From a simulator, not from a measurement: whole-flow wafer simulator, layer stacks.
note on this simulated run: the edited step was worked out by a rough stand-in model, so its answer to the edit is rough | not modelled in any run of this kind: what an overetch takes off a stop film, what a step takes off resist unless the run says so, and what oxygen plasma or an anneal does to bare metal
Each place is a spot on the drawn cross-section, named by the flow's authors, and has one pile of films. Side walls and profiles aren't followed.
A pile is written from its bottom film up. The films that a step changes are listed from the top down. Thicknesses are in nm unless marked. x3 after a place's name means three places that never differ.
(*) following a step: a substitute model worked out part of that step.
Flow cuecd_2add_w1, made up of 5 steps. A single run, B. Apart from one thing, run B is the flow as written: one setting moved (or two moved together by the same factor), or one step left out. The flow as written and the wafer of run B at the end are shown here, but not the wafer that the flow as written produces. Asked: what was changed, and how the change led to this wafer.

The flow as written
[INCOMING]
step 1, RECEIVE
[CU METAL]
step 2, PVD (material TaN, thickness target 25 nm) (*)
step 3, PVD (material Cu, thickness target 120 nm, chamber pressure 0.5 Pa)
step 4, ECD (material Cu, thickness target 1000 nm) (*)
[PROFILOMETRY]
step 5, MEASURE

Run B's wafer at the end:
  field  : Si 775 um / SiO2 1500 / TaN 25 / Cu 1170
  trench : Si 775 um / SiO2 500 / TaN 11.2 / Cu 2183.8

What caused this: step 4, ECD: thickness target 1050 nm was run, though the flow has thickness target 1000 nm.

Step by step, how the change led to this:
  step 4, ECD (material Cu, thickness target 1000 nm) (*)
      field: +1050 Cu (in the flow as written it would be: +1000 Cu)
      trench: +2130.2 Cu (in the flow as written it would be: +2080.2 Cu)
